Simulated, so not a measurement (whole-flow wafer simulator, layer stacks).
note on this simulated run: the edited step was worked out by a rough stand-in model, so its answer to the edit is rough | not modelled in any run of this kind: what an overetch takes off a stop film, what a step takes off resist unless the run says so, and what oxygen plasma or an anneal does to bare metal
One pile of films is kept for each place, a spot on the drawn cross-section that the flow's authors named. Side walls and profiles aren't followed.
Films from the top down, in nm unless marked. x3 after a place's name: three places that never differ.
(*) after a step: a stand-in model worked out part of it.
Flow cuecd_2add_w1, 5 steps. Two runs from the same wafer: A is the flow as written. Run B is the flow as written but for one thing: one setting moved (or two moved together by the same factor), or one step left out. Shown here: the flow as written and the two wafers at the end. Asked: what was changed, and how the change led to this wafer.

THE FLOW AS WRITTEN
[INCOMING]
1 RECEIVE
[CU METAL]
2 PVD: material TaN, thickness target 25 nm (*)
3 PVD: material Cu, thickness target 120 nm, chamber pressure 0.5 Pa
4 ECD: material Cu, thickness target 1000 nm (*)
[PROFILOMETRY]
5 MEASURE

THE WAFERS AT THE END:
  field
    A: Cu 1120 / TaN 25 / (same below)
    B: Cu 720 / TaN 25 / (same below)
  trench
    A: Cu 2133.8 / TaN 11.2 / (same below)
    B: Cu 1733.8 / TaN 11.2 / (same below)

The cause: step 4, ECD: thickness target 600 nm was run, where the flow has thickness target 1000 nm.

How the change led to this, step by step:
  4 ECD: material Cu, thickness target 1000 nm (*)
      field: A Cu +1000 | B Cu +600
      trench: A Cu +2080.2 | B Cu +1680.2
